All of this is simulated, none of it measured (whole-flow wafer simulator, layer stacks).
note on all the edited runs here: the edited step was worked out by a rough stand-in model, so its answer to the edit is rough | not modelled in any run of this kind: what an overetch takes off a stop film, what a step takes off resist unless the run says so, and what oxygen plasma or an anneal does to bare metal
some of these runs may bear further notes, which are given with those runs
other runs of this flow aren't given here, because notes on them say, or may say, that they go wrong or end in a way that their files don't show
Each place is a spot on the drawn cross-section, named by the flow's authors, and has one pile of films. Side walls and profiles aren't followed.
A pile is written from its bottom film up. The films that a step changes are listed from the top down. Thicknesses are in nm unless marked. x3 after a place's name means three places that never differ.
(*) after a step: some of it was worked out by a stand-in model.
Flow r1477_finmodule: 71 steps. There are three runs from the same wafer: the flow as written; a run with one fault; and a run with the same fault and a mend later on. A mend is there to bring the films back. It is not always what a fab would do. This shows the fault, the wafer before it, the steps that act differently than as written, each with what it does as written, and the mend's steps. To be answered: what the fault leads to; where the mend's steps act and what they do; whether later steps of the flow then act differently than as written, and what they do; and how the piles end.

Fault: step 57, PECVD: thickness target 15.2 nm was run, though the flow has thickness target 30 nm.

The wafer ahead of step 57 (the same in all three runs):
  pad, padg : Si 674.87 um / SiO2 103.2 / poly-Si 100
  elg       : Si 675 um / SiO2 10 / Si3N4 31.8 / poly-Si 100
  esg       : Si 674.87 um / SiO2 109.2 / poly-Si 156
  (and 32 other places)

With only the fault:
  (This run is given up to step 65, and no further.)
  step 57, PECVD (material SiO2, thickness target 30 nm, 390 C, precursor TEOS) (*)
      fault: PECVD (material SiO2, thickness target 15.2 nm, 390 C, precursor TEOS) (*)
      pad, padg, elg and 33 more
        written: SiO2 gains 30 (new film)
        fault: SiO2 gains 15.2 (new film)
  None of the later steps of the flow up to step 65 differs from how it acts as written, at any place that is followed, by more than 2% or 0.5 nm, whichever is larger.
  After step 65, at pad, padg, elg and 33 more, the piles differ from the flow's by more than 2% or 0.5 nm, whichever is larger.
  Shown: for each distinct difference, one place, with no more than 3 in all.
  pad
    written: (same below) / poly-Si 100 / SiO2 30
    fault: (same below) / poly-Si 100 / SiO2 15.2
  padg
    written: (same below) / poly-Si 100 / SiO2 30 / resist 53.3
    fault: (same below) / poly-Si 100 / SiO2 15.2 / resist 53.3
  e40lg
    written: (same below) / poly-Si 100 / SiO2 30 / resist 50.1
    fault: (same below) / poly-Si 100 / SiO2 15.2 / resist 50.1

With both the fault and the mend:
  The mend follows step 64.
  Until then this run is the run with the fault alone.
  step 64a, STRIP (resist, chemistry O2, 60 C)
      padg, elg, esg
        resist loses 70 (all of it)
      e40lg, e100lg, e200lg
        resist loses 66.9 (all of it)
      s40sg, s45sg
        resist loses 91 (all of it)
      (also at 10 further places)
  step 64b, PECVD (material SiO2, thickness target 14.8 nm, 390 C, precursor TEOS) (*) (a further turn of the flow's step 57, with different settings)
      pad, padg, elg and 33 more
        SiO2 gains 14.8
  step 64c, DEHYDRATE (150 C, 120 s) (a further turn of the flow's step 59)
      leaves every film unchanged at each place that is followed
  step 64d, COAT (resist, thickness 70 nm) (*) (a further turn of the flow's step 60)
      e40lg, e100lg, e200lg, elo, e40lo, e100lo, e200lo
        resist gains 66.9 (new film)
      pad, padg, elg, esg
        resist gains 70 (new film)
      s40sg, s45sg, s40so, s45so
        resist gains 91 (new film)
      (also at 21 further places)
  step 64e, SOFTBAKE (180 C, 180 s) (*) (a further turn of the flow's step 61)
      leaves every film unchanged at each place that is followed
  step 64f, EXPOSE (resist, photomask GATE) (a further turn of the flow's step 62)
      leaves every film unchanged at each place that is followed
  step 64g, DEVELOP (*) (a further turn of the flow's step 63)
      elo, e40lo, e100lo, e200lo
        resist loses 66.9 (all of it)
      eso, e40so
        resist loses 129.5 (all of it)
      s40so, s45so
        resist loses 91 (all of it)
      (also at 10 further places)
  None of the later steps of the flow acts differently than as written at any place that is followed.
  At every place that both follow, the piles at the end match the flow's.
